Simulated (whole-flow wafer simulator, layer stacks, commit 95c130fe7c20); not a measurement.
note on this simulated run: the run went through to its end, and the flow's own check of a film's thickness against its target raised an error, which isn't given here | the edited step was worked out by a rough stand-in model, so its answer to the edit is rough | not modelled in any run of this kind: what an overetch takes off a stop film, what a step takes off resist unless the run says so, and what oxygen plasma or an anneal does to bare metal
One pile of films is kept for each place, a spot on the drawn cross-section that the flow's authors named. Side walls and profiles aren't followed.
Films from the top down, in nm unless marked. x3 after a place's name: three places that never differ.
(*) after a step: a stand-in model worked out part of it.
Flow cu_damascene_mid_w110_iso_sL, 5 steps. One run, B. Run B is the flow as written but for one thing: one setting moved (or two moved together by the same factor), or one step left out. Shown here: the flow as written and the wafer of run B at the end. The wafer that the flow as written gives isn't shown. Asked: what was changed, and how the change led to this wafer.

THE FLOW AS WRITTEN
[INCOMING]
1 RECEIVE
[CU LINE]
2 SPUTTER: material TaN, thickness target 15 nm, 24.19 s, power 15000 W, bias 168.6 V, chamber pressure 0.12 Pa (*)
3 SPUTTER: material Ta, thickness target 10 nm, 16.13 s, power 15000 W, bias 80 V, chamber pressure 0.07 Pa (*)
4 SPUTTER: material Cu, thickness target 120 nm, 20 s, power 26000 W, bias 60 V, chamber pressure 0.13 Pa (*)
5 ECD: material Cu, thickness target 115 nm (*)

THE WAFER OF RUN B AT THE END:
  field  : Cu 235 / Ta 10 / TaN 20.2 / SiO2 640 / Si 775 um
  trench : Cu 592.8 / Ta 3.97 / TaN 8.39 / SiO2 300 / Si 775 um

The cause: step 2, SPUTTER: thickness target 20.2 nm was run, where the flow has thickness target 15 nm; step 2, SPUTTER: 32.66 s was run, where the flow has 24.19 s.
It can be read off the wafer: field has TaN 20.2, and step 2 as written asks for 15 nm.

How the change led to this, step by step:
  2 SPUTTER: material TaN, thickness target 15 nm, 24.19 s, power 15000 W, bias 168.6 V, chamber pressure 0.12 Pa (*)
      field: TaN +20.2 (new film) (as written it would be: TaN +15 (new film))
      trench: TaN +8.39 (new film) (as written it would be: TaN +6.23 (new film))
